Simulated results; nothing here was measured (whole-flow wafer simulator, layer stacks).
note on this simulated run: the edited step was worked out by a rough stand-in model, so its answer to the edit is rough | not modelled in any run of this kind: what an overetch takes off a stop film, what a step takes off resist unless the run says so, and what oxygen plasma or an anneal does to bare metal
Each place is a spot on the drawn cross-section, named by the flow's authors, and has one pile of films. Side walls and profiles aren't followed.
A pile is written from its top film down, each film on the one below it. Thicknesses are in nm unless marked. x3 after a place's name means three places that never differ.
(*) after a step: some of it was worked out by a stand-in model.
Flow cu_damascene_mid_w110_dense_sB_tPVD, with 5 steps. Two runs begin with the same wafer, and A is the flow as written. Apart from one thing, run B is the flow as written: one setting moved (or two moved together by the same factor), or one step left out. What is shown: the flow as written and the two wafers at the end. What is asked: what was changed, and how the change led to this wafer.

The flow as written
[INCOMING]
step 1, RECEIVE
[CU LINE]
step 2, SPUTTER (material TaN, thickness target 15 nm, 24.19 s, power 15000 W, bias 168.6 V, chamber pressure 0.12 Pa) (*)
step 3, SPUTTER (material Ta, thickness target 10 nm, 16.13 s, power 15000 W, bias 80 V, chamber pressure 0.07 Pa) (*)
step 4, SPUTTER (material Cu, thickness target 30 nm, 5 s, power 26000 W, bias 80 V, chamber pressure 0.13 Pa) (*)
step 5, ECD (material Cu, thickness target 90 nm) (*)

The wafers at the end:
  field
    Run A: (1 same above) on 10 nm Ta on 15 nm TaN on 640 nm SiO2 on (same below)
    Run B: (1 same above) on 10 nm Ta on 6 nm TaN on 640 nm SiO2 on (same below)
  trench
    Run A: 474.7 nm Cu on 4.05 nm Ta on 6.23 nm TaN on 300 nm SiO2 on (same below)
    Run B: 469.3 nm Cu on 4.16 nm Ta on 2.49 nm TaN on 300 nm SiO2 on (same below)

Cause: step 2, SPUTTER: thickness target 6 nm was run, while the flow as written has thickness target 15 nm.
The wafer lets one read it off: field has TaN 6, and step 2 as written asks for 15 nm.

How this came from the change, step by step:
  step 2, SPUTTER (material TaN, thickness target 15 nm, 24.19 s, power 15000 W, bias 168.6 V, chamber pressure 0.12 Pa) (*)
      field: A +15 TaN (new film) | B +6 TaN (new film)
      trench: A +6.23 TaN (new film) | B +2.49 TaN (new film)
